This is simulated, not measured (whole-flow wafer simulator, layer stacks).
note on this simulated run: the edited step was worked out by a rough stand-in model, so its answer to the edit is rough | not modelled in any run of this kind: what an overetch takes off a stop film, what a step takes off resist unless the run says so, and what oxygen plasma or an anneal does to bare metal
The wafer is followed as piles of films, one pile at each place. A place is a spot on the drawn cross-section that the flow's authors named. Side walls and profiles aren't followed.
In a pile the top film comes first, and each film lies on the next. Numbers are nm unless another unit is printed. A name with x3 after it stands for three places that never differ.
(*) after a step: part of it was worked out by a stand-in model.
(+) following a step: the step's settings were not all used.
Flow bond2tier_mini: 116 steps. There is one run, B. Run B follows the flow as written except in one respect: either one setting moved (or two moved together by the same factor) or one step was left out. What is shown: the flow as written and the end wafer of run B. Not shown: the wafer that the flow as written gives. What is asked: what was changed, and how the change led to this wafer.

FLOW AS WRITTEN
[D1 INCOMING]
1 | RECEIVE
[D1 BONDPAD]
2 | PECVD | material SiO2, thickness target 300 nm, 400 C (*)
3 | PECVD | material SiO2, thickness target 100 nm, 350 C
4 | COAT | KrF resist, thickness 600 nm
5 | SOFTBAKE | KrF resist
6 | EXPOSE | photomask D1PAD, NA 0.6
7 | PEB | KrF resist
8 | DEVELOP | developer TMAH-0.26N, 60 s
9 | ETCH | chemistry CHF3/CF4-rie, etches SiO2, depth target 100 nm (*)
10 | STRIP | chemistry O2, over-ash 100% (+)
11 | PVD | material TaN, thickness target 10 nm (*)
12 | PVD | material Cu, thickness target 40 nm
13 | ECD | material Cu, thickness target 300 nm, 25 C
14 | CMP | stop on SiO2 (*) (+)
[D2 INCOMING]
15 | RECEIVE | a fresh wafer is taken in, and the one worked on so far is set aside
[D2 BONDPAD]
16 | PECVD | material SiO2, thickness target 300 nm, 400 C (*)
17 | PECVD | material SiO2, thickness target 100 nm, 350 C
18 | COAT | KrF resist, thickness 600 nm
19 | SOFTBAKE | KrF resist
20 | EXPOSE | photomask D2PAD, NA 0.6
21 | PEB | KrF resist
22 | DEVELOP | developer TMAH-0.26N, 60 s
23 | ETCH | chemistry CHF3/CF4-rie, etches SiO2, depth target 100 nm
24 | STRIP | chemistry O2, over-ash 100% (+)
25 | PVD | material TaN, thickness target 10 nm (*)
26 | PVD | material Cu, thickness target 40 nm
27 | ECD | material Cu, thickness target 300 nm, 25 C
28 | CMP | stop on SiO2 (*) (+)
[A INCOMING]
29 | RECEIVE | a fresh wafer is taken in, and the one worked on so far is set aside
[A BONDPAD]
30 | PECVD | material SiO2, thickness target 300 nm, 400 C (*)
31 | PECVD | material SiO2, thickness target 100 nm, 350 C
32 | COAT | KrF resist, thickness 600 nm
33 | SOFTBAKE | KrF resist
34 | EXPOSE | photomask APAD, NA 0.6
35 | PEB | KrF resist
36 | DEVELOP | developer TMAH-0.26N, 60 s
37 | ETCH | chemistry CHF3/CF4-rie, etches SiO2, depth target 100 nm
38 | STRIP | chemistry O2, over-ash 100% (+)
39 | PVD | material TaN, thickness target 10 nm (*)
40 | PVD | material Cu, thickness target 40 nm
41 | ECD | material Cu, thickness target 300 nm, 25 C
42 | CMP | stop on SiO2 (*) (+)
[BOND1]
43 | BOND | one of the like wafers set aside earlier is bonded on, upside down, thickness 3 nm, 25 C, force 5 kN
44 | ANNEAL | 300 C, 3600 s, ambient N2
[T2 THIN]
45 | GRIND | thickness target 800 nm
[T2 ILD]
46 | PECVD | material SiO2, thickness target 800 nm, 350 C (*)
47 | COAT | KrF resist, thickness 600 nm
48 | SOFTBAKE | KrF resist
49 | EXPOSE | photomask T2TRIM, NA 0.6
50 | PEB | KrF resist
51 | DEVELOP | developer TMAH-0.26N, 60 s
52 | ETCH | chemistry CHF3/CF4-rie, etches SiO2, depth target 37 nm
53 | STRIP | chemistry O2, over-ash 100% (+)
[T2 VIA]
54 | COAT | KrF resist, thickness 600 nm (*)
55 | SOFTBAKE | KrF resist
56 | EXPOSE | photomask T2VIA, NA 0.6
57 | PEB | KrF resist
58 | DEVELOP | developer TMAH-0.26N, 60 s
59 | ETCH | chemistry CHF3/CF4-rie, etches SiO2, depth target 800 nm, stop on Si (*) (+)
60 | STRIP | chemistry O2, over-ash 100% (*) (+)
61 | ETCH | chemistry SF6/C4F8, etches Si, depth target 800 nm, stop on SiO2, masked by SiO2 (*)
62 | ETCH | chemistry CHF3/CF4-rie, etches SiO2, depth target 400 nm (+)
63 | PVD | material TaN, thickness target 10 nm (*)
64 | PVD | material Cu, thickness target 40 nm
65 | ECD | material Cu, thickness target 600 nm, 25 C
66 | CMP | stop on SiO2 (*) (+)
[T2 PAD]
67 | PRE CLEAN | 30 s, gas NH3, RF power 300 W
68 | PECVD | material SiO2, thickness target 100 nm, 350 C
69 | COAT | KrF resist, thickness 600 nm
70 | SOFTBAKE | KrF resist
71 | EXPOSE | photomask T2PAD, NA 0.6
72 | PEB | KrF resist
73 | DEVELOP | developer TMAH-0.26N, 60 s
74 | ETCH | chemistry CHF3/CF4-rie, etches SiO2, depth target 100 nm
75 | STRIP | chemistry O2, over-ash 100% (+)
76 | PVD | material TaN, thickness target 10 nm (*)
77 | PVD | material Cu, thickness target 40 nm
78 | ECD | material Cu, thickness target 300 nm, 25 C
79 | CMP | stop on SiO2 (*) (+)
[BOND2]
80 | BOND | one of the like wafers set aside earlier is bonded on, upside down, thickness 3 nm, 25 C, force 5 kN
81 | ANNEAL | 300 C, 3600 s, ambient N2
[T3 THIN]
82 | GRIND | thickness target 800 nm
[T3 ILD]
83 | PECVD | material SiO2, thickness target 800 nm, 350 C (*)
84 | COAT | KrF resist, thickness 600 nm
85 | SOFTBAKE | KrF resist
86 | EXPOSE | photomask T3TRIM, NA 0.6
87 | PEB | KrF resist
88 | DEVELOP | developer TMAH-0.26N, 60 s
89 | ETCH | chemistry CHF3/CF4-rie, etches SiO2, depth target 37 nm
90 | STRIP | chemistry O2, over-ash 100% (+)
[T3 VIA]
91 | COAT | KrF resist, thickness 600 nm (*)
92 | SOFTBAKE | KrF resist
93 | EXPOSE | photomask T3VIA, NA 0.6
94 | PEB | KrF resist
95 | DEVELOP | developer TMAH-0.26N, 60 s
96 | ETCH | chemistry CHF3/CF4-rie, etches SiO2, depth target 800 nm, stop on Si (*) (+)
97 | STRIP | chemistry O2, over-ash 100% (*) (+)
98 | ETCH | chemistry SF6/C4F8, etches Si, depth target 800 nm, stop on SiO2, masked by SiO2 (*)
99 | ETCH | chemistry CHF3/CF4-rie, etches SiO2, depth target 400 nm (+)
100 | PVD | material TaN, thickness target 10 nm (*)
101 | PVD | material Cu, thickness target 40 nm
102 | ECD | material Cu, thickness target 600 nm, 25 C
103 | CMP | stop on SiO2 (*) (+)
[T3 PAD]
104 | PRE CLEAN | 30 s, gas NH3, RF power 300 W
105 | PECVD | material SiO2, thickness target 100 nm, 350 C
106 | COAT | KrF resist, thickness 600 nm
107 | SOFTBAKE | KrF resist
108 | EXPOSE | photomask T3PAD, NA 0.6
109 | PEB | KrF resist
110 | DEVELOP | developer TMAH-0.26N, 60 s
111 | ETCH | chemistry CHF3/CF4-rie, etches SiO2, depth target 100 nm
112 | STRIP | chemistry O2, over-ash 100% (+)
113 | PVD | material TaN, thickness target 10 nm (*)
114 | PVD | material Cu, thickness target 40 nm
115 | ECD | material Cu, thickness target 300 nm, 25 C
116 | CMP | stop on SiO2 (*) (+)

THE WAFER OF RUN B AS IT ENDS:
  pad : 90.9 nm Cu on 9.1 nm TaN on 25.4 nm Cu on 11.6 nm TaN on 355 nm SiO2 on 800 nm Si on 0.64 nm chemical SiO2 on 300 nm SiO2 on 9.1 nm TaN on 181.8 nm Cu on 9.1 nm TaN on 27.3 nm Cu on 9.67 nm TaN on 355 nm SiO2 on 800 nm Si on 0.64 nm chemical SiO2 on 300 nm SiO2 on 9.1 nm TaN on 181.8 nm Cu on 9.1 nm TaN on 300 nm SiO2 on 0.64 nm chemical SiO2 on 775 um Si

What caused this: step 100, PVD: thickness target 12 nm was run, while the flow as written has thickness target 10 nm.

How this came from the change, step by step:
  100 | PVD | material TaN, thickness target 10 nm (*)
      field: +12 TaN (new film) (as written it would have been: +10 TaN (new film))
      pad: +11.6 TaN (new film) (as written it would have been: +9.67 TaN (new film))
  103 | CMP | stop on SiO2 (*) (+)
      field: -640 Cu (all of it), -12 TaN (all of it) (as written it would have been: -640 Cu (all of it), -10 TaN (all of it))
